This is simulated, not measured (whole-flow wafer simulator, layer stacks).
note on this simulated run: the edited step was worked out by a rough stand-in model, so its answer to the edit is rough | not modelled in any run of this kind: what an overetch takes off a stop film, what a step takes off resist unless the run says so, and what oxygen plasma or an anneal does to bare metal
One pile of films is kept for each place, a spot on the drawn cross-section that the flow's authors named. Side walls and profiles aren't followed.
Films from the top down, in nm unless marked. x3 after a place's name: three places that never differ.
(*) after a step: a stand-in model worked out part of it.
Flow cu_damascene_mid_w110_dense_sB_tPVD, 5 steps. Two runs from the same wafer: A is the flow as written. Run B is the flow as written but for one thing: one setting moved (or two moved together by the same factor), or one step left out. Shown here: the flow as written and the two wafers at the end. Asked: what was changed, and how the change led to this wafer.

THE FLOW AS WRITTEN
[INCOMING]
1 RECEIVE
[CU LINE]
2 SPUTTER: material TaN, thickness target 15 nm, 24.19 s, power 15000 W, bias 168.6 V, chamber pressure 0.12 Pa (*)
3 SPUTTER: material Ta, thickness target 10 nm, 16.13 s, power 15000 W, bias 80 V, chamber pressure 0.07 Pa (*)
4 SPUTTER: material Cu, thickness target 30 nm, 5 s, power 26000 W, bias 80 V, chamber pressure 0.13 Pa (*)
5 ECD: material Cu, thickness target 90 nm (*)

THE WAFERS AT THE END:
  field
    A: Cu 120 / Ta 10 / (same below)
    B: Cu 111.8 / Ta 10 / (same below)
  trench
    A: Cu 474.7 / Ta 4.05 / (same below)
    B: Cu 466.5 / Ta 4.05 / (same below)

The cause: step 5, ECD: thickness target 81.8 nm was run, where the flow has thickness target 90 nm.

How the change led to this, step by step:
  5 ECD: material Cu, thickness target 90 nm (*)
      field: A Cu +90 | B Cu +81.8
